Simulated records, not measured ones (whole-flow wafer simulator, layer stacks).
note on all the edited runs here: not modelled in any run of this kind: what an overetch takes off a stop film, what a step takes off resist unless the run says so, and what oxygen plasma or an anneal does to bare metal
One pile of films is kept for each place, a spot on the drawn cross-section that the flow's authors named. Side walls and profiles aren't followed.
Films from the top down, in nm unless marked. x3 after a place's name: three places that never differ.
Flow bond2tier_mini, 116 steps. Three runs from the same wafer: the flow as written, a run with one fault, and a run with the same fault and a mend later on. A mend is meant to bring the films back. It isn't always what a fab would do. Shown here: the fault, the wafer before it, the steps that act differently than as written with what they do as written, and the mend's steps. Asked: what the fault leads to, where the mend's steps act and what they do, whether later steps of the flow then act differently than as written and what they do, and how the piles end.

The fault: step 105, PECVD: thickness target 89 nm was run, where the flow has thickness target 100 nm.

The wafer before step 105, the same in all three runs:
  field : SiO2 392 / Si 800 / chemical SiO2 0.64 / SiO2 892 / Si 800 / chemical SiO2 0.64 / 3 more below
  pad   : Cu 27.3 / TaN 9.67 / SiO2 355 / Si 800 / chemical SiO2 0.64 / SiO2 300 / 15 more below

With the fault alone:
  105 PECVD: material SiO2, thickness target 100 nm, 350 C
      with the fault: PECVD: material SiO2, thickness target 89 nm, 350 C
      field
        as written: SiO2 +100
        with the fault: SiO2 +89
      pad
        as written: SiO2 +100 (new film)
        with the fault: SiO2 +89 (new film)
  Later steps of the flow that act differently than as written (2 more steps differ only slightly, by at most 2% or 0.5 nm, whichever is larger, and aren't shown):
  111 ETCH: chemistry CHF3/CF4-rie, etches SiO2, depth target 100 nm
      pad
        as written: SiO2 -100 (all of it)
        with the fault: SiO2 -89 (all of it), Cu -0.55
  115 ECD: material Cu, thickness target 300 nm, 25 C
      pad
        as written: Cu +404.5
        with the fault: Cu +393.5
  At the end the piles differ from the flow's by more than 2% or 0.5 nm, whichever is larger, at field, pad.
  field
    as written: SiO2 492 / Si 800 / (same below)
    with the fault: SiO2 481 / Si 800 / (same below)
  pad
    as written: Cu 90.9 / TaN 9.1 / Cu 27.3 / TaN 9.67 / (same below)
    with the fault: Cu 80.3 / TaN 9.24 / Cu 26.8 / TaN 9.67 / (same below)

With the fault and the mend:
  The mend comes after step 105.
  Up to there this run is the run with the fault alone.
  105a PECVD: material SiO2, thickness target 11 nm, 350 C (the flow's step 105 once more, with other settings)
      field, pad
        SiO2 +11
  No later step of the flow acts differently than as written at any place that is followed.
  At the end the piles are the same as the flow's at every place that both follow.
